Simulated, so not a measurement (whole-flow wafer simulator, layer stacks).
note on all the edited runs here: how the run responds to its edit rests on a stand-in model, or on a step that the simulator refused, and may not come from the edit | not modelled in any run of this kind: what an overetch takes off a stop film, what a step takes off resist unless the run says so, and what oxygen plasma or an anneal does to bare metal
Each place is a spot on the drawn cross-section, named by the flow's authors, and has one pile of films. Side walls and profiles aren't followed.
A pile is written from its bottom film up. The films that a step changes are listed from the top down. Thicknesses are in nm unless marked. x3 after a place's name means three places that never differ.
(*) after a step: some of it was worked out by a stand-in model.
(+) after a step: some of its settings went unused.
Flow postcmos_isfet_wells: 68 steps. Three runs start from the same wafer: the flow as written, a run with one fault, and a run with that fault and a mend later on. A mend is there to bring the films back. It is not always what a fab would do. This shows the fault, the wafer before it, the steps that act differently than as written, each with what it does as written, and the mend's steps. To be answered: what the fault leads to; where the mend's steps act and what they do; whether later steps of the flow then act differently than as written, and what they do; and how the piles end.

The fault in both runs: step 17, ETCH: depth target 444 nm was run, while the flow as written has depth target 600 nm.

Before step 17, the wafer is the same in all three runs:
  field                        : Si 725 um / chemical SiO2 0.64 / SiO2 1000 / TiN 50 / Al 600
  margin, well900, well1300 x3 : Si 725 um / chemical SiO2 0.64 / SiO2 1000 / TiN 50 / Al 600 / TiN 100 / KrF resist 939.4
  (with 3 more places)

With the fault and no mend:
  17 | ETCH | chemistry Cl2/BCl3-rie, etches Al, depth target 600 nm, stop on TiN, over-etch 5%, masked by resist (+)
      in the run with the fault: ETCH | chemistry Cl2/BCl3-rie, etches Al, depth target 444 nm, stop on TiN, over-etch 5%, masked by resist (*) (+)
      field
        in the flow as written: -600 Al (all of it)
        in the run with the fault: -444 Al
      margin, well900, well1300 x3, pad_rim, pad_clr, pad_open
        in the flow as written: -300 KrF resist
        in the run with the fault: -222 KrF resist
  Later steps of the flow acting differently than as written:
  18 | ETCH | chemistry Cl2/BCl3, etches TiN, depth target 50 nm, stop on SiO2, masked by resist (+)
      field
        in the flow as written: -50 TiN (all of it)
        in the run with the fault: -50 Al
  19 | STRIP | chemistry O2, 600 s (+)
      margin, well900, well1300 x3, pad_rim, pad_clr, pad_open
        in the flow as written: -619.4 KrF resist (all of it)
        in the run with the fault: -697.4 KrF resist (all of it)
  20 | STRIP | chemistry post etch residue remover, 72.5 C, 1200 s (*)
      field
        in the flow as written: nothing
        in the run with the fault: -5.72 Al
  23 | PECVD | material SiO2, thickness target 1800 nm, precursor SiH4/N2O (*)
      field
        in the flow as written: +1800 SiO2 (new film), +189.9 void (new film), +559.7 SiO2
        in the run with the fault: +2399.3 SiO2 (new film)
  The piles end different from the flow's at field by more than 2% or 0.5 nm, whichever is larger.
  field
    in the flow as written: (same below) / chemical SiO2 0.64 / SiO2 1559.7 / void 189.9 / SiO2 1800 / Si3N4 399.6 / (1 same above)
    in the run with the fault: (same below) / chemical SiO2 0.64 / SiO2 1000 / TiN 50 / Al 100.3 / SiO2 2399.3 / Si3N4 399.6 / (1 same above)

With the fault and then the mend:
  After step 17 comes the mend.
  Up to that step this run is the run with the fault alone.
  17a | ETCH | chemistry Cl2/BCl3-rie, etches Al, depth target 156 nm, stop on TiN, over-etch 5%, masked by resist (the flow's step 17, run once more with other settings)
      margin, well900, well1300 x3, pad_rim, pad_clr, pad_open
        -78 KrF resist
      field
        -156 Al (all of it)
  None of the later steps of the flow acts differently than as written at any place that is followed.
  The piles end the same as the flow's at every place that both follow.
